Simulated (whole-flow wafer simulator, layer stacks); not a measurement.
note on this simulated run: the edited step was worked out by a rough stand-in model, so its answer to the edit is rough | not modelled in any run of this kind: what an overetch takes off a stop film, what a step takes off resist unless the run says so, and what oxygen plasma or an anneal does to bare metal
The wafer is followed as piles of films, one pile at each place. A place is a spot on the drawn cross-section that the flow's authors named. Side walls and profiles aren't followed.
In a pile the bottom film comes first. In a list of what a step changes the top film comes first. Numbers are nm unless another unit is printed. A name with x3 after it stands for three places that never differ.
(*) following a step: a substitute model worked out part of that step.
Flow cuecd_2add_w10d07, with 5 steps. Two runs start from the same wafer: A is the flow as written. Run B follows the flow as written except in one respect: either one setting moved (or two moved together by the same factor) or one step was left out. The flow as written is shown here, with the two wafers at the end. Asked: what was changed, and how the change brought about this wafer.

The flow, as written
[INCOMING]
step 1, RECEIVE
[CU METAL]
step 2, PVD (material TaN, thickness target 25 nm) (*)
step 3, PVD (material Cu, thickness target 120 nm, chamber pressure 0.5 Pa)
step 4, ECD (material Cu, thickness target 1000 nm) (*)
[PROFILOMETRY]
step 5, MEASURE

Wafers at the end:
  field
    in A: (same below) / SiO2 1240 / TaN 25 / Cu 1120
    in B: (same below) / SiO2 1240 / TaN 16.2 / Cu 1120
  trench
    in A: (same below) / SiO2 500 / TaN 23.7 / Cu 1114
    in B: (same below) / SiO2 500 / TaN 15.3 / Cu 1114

The reason: step 2, PVD: thickness target 16.2 nm was run, though the flow has thickness target 25 nm.
One can read it off the wafer: field has TaN 16.2, and step 2 as written asks for 25 nm.

Step by step, how the change led to this:
  step 2, PVD (material TaN, thickness target 25 nm) (*)
      field: A TaN gains 25 (new film) | B TaN gains 16.2 (new film)
      trench: A TaN gains 23.7 (new film) | B TaN gains 15.3 (new film)
